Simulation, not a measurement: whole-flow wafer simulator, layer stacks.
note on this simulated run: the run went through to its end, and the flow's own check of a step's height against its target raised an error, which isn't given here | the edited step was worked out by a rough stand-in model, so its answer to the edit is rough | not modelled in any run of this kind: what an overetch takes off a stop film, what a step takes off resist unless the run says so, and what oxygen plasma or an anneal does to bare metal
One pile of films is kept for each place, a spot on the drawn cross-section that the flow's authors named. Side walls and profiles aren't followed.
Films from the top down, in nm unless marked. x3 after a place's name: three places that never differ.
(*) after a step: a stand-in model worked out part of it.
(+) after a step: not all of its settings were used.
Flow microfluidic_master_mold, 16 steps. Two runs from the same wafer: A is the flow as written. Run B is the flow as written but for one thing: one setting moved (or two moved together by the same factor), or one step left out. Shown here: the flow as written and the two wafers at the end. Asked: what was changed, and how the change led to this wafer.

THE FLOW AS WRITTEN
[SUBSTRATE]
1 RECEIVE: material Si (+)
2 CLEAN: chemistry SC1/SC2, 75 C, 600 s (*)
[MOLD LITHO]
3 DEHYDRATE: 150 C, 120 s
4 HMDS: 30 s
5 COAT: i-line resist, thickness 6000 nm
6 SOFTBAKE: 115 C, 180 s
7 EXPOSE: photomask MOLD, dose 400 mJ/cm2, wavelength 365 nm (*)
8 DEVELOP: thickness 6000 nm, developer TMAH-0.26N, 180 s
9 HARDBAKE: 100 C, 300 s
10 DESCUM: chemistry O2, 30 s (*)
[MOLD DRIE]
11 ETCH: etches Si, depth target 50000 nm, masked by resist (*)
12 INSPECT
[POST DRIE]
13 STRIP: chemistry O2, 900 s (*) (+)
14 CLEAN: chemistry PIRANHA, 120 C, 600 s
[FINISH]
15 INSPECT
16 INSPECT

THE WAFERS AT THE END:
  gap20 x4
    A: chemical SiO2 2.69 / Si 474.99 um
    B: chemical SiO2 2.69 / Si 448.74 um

The cause: step 11, ETCH: depth target 76250 nm was run, where the flow has depth target 50000 nm.

How the change led to this, step by step:
  11 ETCH: etches Si, depth target 50000 nm, masked by resist (*)
      gap20 x4: A chemical SiO2 -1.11 (all of it), Si -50 um | B chemical SiO2 -1.11 (all of it), Si -76.25 um
      ridge: A i-line resist -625 | B i-line resist -953.1
  13 STRIP: chemistry O2, 900 s (*) (+)
      ridge: A i-line resist -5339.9 (all of it), chemical SiO2 +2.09, Si -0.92 | B i-line resist -5011.8 (all of it), chemical SiO2 +2.09, Si -0.92
